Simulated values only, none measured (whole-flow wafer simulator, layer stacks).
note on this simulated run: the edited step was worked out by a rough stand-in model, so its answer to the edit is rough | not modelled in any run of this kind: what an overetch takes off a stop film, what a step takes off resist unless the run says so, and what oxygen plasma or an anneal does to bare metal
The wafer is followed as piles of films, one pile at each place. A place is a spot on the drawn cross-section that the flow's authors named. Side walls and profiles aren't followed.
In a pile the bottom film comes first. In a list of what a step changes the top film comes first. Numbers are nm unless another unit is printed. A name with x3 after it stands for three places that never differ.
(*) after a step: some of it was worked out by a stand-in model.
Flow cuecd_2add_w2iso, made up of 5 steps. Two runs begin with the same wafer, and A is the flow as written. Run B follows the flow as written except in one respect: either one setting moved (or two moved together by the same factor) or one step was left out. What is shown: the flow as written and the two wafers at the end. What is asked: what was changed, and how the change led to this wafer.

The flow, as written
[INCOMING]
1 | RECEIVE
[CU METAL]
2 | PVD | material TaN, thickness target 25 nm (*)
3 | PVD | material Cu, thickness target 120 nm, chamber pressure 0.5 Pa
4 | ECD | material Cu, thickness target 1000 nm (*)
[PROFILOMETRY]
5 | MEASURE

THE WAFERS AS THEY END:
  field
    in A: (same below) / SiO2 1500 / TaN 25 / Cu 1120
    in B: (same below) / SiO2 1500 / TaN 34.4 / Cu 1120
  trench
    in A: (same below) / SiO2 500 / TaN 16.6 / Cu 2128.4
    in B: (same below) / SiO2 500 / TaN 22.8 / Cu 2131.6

The reason: step 2, PVD: thickness target 34.4 nm was run, whereas the flow has thickness target 25 nm.
The wafer itself shows it: field has TaN 34.4, and step 2 as written asks for 25 nm.

Step by step, how the change led to this:
  2 | PVD | material TaN, thickness target 25 nm (*)
      field: A TaN gains 25 (new film) | B TaN gains 34.4 (new film)
      trench: A TaN gains 16.6 (new film) | B TaN gains 22.8 (new film)
